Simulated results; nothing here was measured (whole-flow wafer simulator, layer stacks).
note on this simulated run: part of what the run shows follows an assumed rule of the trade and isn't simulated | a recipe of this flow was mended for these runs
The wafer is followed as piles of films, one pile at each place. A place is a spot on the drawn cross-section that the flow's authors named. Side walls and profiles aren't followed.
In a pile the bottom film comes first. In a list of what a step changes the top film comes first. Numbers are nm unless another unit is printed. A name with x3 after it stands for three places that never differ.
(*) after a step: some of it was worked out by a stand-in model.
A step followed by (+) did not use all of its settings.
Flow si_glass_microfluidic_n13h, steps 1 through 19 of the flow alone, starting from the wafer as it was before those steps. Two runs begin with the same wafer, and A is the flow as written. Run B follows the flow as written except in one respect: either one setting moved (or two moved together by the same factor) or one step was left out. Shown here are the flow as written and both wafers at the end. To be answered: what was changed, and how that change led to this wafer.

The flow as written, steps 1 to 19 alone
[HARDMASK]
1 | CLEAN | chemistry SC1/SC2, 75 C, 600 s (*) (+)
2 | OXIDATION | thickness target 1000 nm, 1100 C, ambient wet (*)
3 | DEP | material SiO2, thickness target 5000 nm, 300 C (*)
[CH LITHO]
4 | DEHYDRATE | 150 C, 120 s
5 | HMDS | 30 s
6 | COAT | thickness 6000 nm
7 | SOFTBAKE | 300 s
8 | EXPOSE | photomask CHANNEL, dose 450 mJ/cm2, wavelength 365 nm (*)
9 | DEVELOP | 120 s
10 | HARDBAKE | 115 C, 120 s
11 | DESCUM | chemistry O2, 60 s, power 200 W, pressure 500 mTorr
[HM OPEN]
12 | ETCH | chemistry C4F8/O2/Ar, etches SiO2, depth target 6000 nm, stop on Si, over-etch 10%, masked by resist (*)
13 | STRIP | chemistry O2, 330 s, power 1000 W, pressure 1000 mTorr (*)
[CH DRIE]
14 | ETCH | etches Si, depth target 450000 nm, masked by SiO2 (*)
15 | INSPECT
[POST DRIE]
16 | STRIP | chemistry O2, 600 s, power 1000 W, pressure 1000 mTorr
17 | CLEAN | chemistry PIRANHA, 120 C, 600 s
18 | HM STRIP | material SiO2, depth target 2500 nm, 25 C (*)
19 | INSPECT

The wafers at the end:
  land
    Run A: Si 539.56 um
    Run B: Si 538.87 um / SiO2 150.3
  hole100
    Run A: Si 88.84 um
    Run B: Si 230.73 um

Cause: step 2, OXIDATION: thickness target 2550 nm was run, whereas the flow has thickness target 1000 nm.

How this came from the change, step by step:
  2 | OXIDATION | thickness target 1000 nm, 1100 C, ambient wet (*)
      land, hole100: A SiO2 gains 1000 (new film), chemical SiO2 loses 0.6 (all of it), Si loses 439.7 | B SiO2 gains 2550 (new film), chemical SiO2 loses 0.6 (all of it), Si loses 1121.7
  12 | ETCH | chemistry C4F8/O2/Ar, etches SiO2, depth target 6000 nm, stop on Si, over-etch 10%, masked by resist (*)
      hole100: A SiO2 loses 6000 (all of it), Si loses 75 | B SiO2 loses 6600
  13 | STRIP | chemistry O2, 330 s, power 1000 W, pressure 1000 mTorr (*)
      hole100: A chemical SiO2 gains 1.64 (new film), Si loses 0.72 | B nothing
  14 | ETCH | etches Si, depth target 450000 nm, masked by SiO2 (*)
      hole100: A chemical SiO2 loses 1.64 (all of it), Si loses 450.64 um | B SiO2 loses 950 (all of it), Si loses 308.14 um
  18 | HM STRIP | material SiO2, depth target 2500 nm, 25 C (*)
      land: A SiO2 loses 1854.4 (all of it) | B SiO2 loses 3250
